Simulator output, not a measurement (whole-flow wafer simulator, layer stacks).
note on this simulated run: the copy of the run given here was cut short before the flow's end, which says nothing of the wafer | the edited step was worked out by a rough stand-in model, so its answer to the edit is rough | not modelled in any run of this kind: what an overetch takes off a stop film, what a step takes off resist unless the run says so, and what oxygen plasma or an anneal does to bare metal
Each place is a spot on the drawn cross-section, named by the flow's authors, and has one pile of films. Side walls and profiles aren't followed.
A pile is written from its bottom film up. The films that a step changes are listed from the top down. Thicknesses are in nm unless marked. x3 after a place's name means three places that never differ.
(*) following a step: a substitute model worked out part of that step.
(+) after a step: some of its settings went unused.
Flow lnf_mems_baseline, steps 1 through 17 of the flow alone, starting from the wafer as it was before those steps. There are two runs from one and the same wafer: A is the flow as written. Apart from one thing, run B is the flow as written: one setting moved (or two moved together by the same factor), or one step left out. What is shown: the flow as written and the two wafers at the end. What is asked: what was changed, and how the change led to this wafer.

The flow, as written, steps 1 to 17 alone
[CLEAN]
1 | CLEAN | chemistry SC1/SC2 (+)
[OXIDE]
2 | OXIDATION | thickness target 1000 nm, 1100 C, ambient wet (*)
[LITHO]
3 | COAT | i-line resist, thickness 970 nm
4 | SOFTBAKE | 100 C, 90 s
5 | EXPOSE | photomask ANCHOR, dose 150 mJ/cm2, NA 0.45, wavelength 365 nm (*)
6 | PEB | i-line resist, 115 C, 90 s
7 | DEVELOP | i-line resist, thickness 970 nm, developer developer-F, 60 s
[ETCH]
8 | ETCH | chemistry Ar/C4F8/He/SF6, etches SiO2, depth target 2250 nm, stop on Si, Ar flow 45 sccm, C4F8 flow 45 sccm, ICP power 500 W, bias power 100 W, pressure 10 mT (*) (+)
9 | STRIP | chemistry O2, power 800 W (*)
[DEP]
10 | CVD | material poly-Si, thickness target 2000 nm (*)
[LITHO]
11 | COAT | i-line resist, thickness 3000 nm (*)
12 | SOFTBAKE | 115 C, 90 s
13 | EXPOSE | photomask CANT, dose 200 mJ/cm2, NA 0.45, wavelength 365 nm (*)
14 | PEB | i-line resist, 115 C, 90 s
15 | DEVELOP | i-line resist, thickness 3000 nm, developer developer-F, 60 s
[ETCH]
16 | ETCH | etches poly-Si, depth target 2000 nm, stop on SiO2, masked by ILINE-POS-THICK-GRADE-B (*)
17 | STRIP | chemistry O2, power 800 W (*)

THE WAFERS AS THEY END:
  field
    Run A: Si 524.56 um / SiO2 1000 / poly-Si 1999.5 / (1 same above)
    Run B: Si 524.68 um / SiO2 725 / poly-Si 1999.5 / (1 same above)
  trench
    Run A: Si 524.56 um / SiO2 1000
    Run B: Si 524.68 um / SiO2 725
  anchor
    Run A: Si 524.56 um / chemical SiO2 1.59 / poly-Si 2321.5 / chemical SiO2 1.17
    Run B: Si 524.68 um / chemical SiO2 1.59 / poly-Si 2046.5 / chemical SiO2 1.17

What caused this: step 2, OXIDATION: thickness target 725 nm was run, though the flow has thickness target 1000 nm.
The wafer lets one read it off: field has SiO2 725, and step 2 as written asks for 1000 nm.

How this came from the change, step by step:
  2 | OXIDATION | thickness target 1000 nm, 1100 C, ambient wet (*)
      field, anchor, beam, trench, char_slit: A +1000 SiO2 (new film), -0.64 chemical SiO2 (all of it), -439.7 Si | B +725 SiO2 (new film), -0.64 chemical SiO2 (all of it), -318.7 Si
  8 | ETCH | chemistry Ar/C4F8/He/SF6, etches SiO2, depth target 2250 nm, stop on Si, Ar flow 45 sccm, C4F8 flow 45 sccm, ICP power 500 W, bias power 100 W, pressure 10 mT (*) (+)
      field, beam, trench, char_slit: A -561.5 i-line resist | B -424 i-line resist
      anchor: A -1000 SiO2 (all of it) | B -725 SiO2 (all of it)
  9 | STRIP | chemistry O2, power 800 W (*)
      field, beam, trench, char_slit: A -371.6 i-line resist (all of it) | B -509.1 i-line resist (all of it)
  10 | CVD | material poly-Si, thickness target 2000 nm (*)
      anchor: A +2322 poly-Si (new film) | B +2047 poly-Si (new film)
